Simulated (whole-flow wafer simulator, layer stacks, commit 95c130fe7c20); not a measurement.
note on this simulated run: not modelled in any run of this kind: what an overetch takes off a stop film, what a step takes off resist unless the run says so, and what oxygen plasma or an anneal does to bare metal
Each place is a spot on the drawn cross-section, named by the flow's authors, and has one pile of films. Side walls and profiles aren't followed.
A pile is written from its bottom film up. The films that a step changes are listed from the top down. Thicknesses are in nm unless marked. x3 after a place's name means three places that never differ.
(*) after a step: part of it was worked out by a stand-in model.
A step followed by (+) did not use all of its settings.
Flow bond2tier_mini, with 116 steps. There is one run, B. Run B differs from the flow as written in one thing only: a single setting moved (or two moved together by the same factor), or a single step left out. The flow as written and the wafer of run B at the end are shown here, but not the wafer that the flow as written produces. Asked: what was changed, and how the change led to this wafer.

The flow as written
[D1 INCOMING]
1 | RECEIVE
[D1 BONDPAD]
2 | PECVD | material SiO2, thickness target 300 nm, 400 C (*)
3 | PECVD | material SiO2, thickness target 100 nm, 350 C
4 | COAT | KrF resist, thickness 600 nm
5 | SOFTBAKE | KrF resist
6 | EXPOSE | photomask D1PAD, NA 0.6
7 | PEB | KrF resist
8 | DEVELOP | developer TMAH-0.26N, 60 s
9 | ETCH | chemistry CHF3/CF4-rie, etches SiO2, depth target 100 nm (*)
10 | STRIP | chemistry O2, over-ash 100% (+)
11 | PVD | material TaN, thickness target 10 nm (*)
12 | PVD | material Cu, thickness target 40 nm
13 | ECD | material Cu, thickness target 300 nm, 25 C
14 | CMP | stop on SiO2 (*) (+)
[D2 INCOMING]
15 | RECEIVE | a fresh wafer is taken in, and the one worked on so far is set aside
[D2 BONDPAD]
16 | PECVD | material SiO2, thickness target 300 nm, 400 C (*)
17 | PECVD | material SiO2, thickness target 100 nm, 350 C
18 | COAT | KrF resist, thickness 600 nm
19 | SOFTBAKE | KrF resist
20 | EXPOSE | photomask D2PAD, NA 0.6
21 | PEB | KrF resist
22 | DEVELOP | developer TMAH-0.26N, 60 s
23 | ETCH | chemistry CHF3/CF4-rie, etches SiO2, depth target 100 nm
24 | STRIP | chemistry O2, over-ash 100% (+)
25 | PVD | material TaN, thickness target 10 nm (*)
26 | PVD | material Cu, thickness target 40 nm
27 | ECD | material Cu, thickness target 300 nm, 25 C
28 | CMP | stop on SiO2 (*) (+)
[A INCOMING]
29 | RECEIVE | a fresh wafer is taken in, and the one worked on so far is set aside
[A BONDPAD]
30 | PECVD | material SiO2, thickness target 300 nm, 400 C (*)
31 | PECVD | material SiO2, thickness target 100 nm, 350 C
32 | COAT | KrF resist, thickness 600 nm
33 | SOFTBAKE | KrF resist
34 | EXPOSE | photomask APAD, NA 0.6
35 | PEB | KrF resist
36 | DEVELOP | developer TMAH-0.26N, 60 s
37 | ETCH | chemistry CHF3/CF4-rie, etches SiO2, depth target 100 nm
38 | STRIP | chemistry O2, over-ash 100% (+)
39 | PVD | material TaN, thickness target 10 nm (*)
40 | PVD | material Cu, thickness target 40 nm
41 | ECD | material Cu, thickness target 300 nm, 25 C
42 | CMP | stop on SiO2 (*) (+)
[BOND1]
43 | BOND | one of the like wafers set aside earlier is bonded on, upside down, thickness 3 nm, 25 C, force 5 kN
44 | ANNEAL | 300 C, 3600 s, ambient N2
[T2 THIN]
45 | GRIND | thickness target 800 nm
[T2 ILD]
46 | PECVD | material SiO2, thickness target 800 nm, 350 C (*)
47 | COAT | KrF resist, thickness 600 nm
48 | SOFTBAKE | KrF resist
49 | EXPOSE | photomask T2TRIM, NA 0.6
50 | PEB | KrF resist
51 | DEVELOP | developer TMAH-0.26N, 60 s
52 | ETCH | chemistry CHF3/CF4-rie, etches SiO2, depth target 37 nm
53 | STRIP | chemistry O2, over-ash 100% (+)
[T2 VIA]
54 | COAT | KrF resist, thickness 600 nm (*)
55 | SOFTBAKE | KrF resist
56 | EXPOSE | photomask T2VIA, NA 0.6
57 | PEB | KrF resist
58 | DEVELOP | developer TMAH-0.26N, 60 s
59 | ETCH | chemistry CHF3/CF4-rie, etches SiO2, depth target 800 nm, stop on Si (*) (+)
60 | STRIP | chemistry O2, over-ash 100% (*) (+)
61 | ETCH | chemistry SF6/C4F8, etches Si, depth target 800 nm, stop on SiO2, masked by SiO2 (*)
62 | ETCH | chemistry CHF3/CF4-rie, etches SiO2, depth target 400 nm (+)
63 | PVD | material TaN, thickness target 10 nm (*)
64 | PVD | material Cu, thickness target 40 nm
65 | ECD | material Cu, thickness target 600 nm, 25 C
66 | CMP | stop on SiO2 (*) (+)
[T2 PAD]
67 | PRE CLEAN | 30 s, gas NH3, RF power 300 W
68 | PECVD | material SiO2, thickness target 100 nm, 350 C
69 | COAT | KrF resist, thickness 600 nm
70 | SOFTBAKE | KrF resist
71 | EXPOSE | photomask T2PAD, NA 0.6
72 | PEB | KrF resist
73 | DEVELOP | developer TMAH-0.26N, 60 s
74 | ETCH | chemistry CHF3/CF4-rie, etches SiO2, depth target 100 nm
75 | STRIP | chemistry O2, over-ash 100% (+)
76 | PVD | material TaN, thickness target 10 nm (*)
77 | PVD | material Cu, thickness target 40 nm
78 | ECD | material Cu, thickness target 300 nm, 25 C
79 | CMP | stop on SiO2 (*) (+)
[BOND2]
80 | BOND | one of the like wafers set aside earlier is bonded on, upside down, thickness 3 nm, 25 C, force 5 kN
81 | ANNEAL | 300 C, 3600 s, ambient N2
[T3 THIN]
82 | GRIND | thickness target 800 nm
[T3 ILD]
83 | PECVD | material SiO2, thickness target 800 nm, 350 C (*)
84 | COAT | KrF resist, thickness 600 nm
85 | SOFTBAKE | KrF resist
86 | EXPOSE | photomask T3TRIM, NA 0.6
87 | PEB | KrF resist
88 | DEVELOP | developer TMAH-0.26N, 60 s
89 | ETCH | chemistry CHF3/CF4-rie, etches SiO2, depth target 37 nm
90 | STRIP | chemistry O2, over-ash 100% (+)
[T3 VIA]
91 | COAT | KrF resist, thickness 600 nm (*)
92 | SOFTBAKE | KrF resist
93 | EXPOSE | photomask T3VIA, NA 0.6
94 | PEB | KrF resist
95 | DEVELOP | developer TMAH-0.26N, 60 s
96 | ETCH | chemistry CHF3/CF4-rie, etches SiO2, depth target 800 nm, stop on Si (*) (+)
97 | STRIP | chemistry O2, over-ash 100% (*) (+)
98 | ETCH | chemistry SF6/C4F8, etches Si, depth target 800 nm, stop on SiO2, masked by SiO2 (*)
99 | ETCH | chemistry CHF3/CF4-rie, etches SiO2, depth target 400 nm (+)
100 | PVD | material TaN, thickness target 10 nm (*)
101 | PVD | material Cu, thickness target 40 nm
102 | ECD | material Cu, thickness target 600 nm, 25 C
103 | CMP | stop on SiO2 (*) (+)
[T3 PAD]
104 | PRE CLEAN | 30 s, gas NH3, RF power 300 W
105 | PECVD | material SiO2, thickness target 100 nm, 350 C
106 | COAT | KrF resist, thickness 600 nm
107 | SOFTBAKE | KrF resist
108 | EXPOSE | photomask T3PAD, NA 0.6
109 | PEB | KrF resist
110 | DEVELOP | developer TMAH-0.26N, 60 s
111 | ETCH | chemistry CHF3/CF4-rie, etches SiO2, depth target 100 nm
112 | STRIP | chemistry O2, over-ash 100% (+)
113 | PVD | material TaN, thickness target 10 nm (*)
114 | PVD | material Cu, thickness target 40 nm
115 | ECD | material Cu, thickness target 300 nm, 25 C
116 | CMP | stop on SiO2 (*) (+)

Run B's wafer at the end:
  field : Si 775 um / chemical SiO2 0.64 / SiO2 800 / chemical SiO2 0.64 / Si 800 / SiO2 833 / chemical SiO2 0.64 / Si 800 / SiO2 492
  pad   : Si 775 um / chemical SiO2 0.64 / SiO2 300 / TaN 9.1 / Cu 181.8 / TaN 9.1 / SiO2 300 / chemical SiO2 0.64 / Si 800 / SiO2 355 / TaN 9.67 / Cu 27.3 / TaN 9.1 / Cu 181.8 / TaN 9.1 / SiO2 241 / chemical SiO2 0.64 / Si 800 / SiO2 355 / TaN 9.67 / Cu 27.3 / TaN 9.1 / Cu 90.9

The reason: step 17, PECVD: thickness target 41 nm was run, though the flow has thickness target 100 nm.

The path from the change to this, step by step:
  17 | PECVD | material SiO2, thickness target 100 nm, 350 C
      field, pad, via: SiO2 gains 41 (as written it would have been: SiO2 gains 100)
  80 | BOND | one of the like wafers set aside earlier is bonded on, upside down, thickness 3 nm, 25 C, force 5 kN
      field: Si gains 775 um (new film), chemical SiO2 gains 0.64 (new film), SiO2 gains 341 (as written it would have been: Si gains 775 um (new film), chemical SiO2 gains 0.64 (new film), SiO2 gains 400)
      pad: Si gains 775 um (new film), chemical SiO2 gains 0.64 (new film), SiO2 gains 241 (new film), TaN gains 9.1 (new film), Cu gains 90.9 (as written it would have been: Si gains 775 um (new film), chemical SiO2 gains 0.64 (new film), SiO2 gains 300 (new film), TaN gains 9.1 (new film), Cu gains 90.9)
